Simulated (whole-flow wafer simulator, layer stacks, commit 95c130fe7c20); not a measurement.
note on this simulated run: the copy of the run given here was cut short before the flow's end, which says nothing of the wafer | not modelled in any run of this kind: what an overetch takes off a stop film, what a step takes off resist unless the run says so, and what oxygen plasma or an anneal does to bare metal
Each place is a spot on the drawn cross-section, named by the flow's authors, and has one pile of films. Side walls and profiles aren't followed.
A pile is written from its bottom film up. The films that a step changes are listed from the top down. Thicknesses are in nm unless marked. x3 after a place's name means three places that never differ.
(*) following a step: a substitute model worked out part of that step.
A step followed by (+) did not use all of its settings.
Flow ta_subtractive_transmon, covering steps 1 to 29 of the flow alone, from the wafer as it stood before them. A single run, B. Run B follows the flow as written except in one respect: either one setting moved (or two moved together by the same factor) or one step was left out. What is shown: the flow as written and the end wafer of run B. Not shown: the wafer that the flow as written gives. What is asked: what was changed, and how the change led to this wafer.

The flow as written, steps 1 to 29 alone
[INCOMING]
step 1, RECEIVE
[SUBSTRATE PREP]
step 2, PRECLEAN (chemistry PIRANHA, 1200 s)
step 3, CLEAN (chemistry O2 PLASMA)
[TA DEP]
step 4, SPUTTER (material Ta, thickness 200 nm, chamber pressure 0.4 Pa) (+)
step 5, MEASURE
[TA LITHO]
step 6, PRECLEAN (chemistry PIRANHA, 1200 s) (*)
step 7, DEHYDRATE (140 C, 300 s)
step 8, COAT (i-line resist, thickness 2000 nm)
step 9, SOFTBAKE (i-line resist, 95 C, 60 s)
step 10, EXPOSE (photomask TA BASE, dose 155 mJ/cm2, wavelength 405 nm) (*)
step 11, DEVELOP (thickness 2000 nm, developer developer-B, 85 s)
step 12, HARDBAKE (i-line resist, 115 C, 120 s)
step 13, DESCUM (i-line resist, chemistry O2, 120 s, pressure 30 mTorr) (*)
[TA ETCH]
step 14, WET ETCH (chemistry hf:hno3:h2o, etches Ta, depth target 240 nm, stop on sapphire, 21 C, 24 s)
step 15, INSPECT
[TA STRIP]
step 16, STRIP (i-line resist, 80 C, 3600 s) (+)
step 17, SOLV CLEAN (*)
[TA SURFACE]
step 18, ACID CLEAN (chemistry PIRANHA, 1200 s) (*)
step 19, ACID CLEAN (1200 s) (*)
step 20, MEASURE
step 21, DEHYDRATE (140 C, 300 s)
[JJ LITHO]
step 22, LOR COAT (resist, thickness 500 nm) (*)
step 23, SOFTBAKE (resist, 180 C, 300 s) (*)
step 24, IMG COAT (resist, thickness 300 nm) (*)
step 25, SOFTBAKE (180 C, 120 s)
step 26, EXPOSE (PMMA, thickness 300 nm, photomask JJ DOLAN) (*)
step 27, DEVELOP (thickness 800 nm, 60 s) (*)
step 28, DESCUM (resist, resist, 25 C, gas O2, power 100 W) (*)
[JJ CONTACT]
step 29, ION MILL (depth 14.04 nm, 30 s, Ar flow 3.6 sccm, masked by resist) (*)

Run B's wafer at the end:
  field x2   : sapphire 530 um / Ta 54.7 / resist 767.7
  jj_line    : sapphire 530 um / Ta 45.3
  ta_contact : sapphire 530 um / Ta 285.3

What caused this: step 4, SPUTTER: thickness 295 nm was run, whereas the flow has thickness 200 nm.

How this came from the change, step by step:
  step 4, SPUTTER (material Ta, thickness 200 nm, chamber pressure 0.4 Pa) (+)
      field x2, jj_line, lead, ta_contact, ta_pad: Ta gains 295 (new film) (as written it would have been: Ta gains 200 (new film))
  step 14, WET ETCH (chemistry hf:hno3:h2o, etches Ta, depth target 240 nm, stop on sapphire, 21 C, 24 s)
      field x2, jj_line, lead: Ta loses 240 (as written it would have been: Ta loses 200 (all of it))
  step 22, LOR COAT (resist, thickness 500 nm) (*)
      ta_contact: resist gains 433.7 (new film) (as written it would have been: resist gains 443.8 (new film))
  step 29, ION MILL (depth 14.04 nm, 30 s, Ar flow 3.6 sccm, masked by resist) (*)
      jj_line, lead: Ta loses 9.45 (as written it would have been: sapphire loses 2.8)
With metal films that touch counted as one body, field x2 has 1 body; the flow as written gives 0 bodies.
With metal films that touch counted as one body, jj_line has 1 body; the flow as written gives 0 bodies.
